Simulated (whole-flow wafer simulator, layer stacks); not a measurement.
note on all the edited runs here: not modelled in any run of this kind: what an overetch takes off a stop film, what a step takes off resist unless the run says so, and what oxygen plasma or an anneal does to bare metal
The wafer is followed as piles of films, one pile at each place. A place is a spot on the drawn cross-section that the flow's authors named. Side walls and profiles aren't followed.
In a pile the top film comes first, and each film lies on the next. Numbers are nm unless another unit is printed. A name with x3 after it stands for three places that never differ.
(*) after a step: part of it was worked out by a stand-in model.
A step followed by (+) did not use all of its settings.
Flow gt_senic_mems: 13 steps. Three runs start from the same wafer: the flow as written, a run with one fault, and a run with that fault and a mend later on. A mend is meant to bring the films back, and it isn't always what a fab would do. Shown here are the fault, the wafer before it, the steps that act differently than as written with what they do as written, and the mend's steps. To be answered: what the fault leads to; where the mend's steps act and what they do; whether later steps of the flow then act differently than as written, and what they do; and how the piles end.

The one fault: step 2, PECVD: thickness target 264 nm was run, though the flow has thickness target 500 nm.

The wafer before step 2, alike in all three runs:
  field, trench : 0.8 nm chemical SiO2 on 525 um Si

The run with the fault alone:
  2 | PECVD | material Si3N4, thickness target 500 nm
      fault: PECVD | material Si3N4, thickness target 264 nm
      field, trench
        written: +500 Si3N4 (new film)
        fault: +264 Si3N4 (new film)
  Steps further on in the flow that do not act as written (not shown: 2 more steps that differ only slightly, by at most 2% or 0.5 nm, whichever is larger):
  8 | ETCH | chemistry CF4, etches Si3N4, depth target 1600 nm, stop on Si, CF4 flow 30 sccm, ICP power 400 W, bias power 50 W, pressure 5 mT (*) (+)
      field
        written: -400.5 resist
        fault: -243.2 resist
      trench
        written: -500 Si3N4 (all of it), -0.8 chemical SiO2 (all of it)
        fault: -264 Si3N4 (all of it), -0.8 chemical SiO2 (all of it)
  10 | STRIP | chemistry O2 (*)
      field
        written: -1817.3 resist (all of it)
        fault: -1974.6 resist (all of it)
  By the end, the piles at field depart from the flow's by more than 2% or 0.5 nm, whichever is larger.
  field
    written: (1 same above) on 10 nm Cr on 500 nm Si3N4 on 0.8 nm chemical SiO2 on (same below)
    fault: (1 same above) on 10 nm Cr on 264 nm Si3N4 on 0.8 nm chemical SiO2 on (same below)

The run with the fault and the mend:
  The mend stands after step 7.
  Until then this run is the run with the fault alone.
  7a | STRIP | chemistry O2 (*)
      field
        -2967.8 resist (all of it)
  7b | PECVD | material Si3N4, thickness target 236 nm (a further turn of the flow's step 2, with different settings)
      field, trench
        +236 Si3N4
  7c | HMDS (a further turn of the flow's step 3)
      leaves every film unchanged at each place that is followed
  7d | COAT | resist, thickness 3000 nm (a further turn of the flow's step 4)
      field, trench
        +3000 resist (new film)
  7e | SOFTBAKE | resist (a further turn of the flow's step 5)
      leaves every film unchanged at each place that is followed
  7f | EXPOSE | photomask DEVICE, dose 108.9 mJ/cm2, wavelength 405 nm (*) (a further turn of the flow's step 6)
      leaves every film unchanged at each place that is followed
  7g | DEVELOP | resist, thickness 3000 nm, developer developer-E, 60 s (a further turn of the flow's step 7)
      field
        -32.2 resist
      trench
        -3000 resist (all of it)
  Later steps of the flow that are run all act as written at every place that is followed.
  At every place that both follow, the piles at the end match the flow's.
